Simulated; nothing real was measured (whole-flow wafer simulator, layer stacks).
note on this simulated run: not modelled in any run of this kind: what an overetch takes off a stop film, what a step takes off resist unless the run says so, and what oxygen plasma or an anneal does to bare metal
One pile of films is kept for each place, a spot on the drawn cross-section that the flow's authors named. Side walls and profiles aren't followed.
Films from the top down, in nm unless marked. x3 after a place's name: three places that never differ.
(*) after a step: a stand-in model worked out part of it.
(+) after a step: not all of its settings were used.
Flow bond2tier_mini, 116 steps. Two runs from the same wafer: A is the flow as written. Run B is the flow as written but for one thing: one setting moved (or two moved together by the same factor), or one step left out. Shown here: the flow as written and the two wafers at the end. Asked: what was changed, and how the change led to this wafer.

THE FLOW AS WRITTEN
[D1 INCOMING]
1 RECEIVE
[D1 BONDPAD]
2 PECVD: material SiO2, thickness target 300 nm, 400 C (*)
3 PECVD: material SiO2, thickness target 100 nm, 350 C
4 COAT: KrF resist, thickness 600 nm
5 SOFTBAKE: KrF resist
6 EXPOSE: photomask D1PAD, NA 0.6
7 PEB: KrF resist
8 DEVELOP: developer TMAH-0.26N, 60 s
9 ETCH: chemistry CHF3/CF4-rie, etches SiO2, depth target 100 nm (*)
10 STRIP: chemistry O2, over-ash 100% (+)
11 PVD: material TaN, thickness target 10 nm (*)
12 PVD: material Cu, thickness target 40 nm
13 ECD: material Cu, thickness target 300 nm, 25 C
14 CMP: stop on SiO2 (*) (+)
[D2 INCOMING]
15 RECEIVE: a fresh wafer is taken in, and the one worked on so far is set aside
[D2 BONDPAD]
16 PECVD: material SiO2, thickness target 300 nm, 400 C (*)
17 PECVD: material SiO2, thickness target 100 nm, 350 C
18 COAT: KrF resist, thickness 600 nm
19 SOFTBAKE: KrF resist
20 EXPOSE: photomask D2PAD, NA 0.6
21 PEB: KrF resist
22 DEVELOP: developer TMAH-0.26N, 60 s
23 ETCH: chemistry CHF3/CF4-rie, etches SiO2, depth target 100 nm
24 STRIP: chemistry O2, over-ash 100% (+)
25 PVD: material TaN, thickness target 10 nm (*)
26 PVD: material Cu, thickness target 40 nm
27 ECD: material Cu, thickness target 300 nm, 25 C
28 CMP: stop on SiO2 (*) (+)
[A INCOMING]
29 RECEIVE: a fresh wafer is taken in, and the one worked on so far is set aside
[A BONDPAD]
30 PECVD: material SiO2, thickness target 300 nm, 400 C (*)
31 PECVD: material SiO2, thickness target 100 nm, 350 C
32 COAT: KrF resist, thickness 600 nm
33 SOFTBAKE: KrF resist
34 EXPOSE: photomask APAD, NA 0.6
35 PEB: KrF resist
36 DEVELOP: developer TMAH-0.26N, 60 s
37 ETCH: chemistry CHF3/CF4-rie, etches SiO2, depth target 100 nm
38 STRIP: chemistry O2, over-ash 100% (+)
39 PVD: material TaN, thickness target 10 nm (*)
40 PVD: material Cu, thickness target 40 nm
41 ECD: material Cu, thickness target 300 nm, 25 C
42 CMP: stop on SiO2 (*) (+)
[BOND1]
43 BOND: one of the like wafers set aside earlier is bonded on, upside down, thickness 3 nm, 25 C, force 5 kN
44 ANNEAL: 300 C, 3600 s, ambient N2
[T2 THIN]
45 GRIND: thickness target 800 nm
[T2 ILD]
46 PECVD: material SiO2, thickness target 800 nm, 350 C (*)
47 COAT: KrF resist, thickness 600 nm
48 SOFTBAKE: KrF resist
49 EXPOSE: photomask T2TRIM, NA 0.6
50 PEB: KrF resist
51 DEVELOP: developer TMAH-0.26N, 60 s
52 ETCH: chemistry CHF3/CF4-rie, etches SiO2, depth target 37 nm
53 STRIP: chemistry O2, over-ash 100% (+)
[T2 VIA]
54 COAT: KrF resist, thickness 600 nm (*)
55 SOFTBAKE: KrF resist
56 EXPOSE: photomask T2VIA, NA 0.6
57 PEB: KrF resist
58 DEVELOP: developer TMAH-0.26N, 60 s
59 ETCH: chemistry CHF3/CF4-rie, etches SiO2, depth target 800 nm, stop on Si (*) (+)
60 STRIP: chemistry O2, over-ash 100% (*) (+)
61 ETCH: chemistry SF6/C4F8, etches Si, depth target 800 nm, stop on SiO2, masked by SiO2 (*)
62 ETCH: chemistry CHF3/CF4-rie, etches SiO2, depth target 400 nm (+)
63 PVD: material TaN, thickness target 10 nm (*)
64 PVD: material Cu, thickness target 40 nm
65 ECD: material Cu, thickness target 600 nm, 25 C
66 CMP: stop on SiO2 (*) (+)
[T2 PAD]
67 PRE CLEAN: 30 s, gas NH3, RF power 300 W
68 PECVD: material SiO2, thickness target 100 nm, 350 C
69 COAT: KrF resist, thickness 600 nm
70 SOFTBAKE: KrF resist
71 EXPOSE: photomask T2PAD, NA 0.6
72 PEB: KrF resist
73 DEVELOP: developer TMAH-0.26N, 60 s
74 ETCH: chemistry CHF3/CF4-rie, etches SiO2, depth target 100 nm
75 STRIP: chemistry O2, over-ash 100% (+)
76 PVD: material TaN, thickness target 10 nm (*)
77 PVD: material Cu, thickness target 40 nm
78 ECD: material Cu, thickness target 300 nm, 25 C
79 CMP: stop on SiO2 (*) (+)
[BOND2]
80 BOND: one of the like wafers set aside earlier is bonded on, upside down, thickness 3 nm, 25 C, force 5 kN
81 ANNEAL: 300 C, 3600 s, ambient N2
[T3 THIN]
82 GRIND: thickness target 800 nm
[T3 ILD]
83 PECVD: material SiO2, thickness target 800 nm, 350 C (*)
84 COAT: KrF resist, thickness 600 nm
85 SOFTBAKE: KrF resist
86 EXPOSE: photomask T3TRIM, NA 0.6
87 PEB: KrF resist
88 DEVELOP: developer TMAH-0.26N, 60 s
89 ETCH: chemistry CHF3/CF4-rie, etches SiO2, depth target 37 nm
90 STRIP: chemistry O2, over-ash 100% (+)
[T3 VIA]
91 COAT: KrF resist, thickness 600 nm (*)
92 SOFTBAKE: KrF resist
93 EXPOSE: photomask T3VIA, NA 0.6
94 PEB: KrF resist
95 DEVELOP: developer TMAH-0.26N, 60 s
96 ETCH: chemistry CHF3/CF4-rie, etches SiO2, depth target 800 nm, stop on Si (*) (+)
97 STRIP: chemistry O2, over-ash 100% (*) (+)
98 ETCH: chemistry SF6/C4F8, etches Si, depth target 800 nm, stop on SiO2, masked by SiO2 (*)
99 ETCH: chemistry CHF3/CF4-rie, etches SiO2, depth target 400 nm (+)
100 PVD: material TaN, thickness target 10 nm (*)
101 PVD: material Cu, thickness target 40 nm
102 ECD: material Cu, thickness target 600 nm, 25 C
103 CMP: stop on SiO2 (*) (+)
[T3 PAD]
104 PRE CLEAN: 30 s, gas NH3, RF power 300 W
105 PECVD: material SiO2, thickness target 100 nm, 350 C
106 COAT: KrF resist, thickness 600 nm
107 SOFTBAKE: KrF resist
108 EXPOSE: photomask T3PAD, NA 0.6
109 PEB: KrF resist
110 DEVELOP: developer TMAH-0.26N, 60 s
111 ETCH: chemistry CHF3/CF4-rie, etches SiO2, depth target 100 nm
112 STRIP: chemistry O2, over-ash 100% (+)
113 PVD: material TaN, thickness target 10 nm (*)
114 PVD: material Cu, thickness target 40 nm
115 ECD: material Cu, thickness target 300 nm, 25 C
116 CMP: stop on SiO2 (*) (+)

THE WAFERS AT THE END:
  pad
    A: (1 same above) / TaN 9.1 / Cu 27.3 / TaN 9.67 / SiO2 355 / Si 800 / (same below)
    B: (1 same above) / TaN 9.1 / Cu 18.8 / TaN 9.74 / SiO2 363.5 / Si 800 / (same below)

The cause: step 89, ETCH: depth target 28.5 nm was run, where the flow has depth target 37 nm.

How the change led to this, step by step:
  89 ETCH: chemistry CHF3/CF4-rie, etches SiO2, depth target 37 nm
      field: A KrF resist -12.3 | B KrF resist -9.5
      pad: A SiO2 -37 | B SiO2 -28.5
